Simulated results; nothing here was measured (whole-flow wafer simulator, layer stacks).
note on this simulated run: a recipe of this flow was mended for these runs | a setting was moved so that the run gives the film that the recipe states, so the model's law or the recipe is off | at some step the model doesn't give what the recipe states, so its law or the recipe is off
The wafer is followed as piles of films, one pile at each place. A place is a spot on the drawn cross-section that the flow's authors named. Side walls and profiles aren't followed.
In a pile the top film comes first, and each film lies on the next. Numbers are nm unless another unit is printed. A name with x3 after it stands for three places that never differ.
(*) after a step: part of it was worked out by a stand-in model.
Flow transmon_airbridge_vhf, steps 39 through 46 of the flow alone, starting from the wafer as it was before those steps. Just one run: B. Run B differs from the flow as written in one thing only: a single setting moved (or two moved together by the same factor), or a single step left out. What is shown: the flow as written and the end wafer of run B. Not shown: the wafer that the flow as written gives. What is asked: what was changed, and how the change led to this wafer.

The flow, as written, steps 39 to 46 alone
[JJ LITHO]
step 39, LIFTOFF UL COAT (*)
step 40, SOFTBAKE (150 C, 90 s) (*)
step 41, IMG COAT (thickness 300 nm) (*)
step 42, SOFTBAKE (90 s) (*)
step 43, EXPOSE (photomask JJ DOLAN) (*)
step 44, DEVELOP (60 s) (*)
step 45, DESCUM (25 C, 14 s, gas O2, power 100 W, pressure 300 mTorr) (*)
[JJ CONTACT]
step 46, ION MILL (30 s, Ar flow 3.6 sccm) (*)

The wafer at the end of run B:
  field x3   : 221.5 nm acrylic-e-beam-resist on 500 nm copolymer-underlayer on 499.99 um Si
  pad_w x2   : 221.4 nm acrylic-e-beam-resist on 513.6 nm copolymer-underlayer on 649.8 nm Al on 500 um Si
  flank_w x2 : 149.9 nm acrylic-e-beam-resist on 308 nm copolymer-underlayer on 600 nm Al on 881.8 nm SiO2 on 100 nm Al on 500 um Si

The reason: step 41, IMG COAT: thickness 253 nm was run, whereas the flow has thickness 300 nm.

How this came from the change, step by step:
  step 41, IMG COAT (thickness 300 nm) (*)
      field x3, jj_line, ground_far x3: +253 acrylic-e-beam-resist (new film) (in the flow as written it would be: +300 acrylic-e-beam-resist (new film))
      pad_w x2: +252.9 acrylic-e-beam-resist (new film) (in the flow as written it would be: +300.2 acrylic-e-beam-resist (new film))
      (and at 8 other places as well)
  step 44, DEVELOP (60 s) (*)
      jj_line: -253 acrylic-e-beam-resist (all of it), -500 copolymer-underlayer (all of it) (in the flow as written it would be: -300 acrylic-e-beam-resist (all of it), -500 copolymer-underlayer (all of it))
